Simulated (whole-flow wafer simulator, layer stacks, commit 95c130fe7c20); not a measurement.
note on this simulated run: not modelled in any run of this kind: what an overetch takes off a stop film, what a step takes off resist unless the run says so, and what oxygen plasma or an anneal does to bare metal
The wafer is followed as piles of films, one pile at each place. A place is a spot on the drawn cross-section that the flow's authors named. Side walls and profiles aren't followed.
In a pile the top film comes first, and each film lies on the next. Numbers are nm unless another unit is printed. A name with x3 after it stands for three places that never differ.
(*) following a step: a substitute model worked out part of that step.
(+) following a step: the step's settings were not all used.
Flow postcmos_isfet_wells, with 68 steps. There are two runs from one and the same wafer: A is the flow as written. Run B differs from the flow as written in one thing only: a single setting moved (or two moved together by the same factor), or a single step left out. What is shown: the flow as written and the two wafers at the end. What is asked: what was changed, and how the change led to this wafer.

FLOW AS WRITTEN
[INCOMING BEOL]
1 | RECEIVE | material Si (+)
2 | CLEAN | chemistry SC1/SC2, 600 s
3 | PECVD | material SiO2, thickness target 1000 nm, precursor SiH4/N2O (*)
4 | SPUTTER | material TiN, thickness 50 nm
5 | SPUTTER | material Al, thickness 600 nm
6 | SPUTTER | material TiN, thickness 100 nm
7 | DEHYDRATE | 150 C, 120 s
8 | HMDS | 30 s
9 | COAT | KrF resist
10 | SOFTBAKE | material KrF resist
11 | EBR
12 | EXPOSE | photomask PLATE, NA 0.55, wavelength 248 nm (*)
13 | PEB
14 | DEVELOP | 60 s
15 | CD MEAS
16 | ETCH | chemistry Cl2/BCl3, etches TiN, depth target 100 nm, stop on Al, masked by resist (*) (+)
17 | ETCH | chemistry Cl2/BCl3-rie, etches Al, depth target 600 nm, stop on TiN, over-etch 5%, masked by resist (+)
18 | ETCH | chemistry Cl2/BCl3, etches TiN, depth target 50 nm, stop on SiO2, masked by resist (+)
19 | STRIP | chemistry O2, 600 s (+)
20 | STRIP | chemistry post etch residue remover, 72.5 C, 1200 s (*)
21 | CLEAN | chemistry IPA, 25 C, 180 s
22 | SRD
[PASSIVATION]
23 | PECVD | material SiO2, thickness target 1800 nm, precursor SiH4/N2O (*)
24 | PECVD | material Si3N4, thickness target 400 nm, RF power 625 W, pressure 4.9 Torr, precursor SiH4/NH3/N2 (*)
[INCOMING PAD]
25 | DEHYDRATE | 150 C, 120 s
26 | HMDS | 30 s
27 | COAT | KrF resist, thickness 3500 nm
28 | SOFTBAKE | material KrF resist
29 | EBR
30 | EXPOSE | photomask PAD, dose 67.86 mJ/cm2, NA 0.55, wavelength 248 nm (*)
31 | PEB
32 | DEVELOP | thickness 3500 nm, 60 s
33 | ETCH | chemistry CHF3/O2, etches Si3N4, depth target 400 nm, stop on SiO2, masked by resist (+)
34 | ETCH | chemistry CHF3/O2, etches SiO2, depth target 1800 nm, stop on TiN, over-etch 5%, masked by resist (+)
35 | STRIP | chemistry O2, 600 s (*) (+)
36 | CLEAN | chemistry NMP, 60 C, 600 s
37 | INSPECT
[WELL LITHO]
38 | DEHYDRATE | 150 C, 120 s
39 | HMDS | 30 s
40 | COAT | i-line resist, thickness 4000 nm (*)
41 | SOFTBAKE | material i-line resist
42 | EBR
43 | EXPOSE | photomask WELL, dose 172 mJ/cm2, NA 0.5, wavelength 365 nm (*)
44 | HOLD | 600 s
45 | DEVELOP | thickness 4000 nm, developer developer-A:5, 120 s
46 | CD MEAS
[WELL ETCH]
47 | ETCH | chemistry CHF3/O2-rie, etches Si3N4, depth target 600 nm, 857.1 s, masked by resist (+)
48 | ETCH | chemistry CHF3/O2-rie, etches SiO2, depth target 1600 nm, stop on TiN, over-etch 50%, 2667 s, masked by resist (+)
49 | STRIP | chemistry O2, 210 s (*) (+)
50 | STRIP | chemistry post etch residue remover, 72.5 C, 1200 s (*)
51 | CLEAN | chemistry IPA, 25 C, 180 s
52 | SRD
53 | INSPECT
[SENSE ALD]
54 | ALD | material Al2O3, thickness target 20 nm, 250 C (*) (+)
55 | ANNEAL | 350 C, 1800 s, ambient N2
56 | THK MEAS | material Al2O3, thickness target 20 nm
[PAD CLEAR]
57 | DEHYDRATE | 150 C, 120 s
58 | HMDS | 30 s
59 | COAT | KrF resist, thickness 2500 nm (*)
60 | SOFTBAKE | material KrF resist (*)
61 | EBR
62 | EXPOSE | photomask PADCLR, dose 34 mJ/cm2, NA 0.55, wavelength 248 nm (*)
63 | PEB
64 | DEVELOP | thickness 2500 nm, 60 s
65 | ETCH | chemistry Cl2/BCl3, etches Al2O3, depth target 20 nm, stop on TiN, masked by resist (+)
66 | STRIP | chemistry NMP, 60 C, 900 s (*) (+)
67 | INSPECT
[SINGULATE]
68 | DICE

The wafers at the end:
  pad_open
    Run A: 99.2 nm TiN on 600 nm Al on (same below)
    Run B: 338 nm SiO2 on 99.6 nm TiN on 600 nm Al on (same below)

What caused this: step 34, ETCH: depth target 1462 nm was run, whereas the flow has depth target 1800 nm.

How this came from the change, step by step:
  34 | ETCH | chemistry CHF3/O2, etches SiO2, depth target 1800 nm, stop on TiN, over-etch 5%, masked by resist (+)
      pad_open: A -1800 SiO2 (all of it) | B -1462 SiO2
      field, margin, well900, well1300, well2000, well3000, pad_rim, pad_clr: A -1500 KrF resist | B -1218.3 KrF resist
  35 | STRIP | chemistry O2, 600 s (*) (+)
      field, margin, well900, well1300, well2000, well3000, pad_rim, pad_clr: A -1638.4 KrF resist (all of it) | B -1920.1 KrF resist (all of it)
  40 | COAT | i-line resist, thickness 4000 nm (*)
      pad_clr: A +3256.8 i-line resist (new film) | B +3363.3 i-line resist (new film)
      pad_open: A +4804.7 i-line resist (new film) | B +4682.9 i-line resist (new film)
  41 | SOFTBAKE | material i-line resist
      pad_clr: A -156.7 i-line resist | B -123.9 i-line resist
      pad_open: A +115.3 i-line resist | B +100.1 i-line resist
  49 | STRIP | chemistry O2, 210 s (*) (+)
      pad_clr: A -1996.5 i-line resist (all of it) | B -2135.8 i-line resist (all of it)
      pad_open: A -3816.3 i-line resist (all of it) | B -3679.4 i-line resist (all of it)
  59 | COAT | KrF resist, thickness 2500 nm (*)
      pad_rim: A +1976.4 KrF resist (new film) | B +2053.4 KrF resist (new film)
      pad_clr: A +1691.6 KrF resist (new film) | B +1805.7 KrF resist (new film)
      (and at 1 other place as well)
  60 | SOFTBAKE | material KrF resist (*)
      pad_clr: A -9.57 KrF resist | B -8.11 KrF resist
  64 | DEVELOP | thickness 2500 nm, 60 s
      pad_clr: A -1682 KrF resist (all of it) | B -1797.6 KrF resist (all of it)
      pad_open: A -3067.2 KrF resist (all of it) | B -2982 KrF resist (all of it)
  66 | STRIP | chemistry NMP, 60 C, 900 s (*) (+)
      pad_rim: A -1937.7 KrF resist (all of it) | B -2014.4 KrF resist (all of it)
